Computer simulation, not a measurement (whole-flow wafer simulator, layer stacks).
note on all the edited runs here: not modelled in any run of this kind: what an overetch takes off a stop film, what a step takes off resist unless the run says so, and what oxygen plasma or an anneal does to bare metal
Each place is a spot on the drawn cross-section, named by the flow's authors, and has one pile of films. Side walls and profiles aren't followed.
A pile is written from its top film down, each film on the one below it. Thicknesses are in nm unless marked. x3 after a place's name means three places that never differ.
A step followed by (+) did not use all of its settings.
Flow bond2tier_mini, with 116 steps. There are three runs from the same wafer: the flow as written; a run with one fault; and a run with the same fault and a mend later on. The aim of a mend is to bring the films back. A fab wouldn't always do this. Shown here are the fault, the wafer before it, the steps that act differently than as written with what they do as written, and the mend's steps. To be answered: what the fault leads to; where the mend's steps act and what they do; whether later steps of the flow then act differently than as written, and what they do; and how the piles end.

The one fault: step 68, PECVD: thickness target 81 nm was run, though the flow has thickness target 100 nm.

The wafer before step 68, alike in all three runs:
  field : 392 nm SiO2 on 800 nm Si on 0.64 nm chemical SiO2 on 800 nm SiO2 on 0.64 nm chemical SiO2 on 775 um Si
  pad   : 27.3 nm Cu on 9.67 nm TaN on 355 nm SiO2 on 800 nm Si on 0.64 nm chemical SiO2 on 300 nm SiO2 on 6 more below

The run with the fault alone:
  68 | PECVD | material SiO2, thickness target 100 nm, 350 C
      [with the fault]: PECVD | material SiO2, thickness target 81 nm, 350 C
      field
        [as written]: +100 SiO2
        [with the fault]: +81 SiO2
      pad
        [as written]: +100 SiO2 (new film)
        [with the fault]: +81 SiO2 (new film)
  Steps further on in the flow that do not act as written (2 other steps are not shown; they differ only slightly, by no more than 2% or 0.5 nm, whichever is larger):
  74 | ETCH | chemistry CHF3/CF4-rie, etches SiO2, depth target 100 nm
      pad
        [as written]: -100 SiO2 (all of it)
        [with the fault]: -81 SiO2 (all of it), -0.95 Cu
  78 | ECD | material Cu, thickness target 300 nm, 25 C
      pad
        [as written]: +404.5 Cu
        [with the fault]: +385.6 Cu
  By the end, the piles at field, pad depart from the flow's by more than 2% or 0.5 nm, whichever is larger.
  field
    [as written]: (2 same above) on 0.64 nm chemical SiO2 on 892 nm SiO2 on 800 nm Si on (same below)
    [with the fault]: (2 same above) on 0.64 nm chemical SiO2 on 873 nm SiO2 on 800 nm Si on (same below)
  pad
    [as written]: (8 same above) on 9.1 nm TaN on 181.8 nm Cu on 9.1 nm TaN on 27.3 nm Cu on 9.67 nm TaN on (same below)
    [with the fault]: (8 same above) on 9.1 nm TaN on 163.5 nm Cu on 9.31 nm TaN on 26.4 nm Cu on 9.67 nm TaN on (same below)

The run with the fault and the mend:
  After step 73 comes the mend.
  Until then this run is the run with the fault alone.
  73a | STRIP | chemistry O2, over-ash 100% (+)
      field
        -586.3 KrF resist (all of it)
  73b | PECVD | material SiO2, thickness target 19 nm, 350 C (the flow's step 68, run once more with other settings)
      field, pad
        +19 SiO2
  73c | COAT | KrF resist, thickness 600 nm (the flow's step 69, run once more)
      field, pad
        +600 KrF resist (new film)
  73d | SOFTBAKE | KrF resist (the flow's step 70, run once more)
      does not change any film at any place that is followed
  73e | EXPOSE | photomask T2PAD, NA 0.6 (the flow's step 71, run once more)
      does not change any film at any place that is followed
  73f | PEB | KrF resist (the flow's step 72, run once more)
      does not change any film at any place that is followed
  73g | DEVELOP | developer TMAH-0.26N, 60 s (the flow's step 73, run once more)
      field
        -13.7 KrF resist
      pad
        -600 KrF resist (all of it)
  Later steps of the flow that are run all act as written at every place that is followed.
  At every place that both follow, the piles at the end match the flow's.
